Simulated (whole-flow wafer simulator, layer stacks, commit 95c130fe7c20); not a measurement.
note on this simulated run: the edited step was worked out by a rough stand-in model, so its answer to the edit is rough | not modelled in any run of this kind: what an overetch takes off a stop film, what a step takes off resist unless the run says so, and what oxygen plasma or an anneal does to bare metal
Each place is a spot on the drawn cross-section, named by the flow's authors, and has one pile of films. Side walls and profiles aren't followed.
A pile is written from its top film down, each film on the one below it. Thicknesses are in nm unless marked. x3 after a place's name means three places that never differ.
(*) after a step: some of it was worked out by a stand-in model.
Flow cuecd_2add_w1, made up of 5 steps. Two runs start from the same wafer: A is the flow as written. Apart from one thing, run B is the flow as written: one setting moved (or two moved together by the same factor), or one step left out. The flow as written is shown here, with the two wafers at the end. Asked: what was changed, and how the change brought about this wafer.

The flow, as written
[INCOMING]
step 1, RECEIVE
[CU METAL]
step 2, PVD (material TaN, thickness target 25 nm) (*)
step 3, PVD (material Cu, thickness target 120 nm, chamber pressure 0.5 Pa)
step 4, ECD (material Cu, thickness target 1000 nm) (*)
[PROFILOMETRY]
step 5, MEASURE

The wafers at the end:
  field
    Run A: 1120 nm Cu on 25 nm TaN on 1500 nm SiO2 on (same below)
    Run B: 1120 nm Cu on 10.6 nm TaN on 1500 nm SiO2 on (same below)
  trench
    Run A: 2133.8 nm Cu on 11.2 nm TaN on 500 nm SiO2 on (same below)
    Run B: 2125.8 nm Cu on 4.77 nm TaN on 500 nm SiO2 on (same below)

What caused this: step 2, PVD: thickness target 10.6 nm was run, whereas the flow has thickness target 25 nm.
The wafer itself shows it: field has TaN 10.6, and step 2 as written asks for 25 nm.

Step by step, how the change led to this:
  step 2, PVD (material TaN, thickness target 25 nm) (*)
      field: A +25 TaN (new film) | B +10.6 TaN (new film)
      trench: A +11.2 TaN (new film) | B +4.77 TaN (new film)
